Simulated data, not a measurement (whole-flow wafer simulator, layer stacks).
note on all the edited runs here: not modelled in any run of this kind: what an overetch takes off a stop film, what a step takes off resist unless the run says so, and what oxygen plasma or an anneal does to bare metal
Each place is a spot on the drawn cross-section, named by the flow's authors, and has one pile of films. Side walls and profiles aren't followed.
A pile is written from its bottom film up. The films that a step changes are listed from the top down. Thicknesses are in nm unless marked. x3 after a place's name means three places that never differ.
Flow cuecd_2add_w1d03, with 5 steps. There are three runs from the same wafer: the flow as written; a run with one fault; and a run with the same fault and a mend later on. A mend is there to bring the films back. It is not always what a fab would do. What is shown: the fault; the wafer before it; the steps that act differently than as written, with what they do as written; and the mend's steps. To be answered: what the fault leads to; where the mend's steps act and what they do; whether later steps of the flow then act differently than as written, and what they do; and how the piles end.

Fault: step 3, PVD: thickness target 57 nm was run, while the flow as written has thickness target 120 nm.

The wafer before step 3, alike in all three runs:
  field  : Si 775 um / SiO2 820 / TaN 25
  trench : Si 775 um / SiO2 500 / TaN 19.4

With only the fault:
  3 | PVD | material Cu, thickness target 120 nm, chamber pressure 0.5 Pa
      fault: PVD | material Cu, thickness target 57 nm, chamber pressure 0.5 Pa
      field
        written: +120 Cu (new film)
        fault: +57 Cu (new film)
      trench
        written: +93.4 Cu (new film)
        fault: +44.4 Cu (new film)
  None of the later steps of the flow differs from how it acts as written, at any place that is followed, by more than 2% or 0.5 nm, whichever is larger.
  The piles end different from the flow's at field, trench by more than 2% or 0.5 nm, whichever is larger.
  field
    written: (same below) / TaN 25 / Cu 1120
    fault: (same below) / TaN 25 / Cu 1057
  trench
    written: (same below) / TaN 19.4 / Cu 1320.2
    fault: (same below) / TaN 19.4 / Cu 1253.7

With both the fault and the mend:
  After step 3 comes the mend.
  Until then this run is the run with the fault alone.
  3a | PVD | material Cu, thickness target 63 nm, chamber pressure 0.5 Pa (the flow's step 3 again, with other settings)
      field
        +63 Cu
      trench
        +47.9 Cu
  None of the later steps of the flow differs from how it acts as written, at any place that is followed, by more than 2% or 0.5 nm, whichever is larger.
  When the end is reached, the piles differ only a little from the flow's at the places that both follow, at most by 2% or 0.5 nm, whichever is larger.
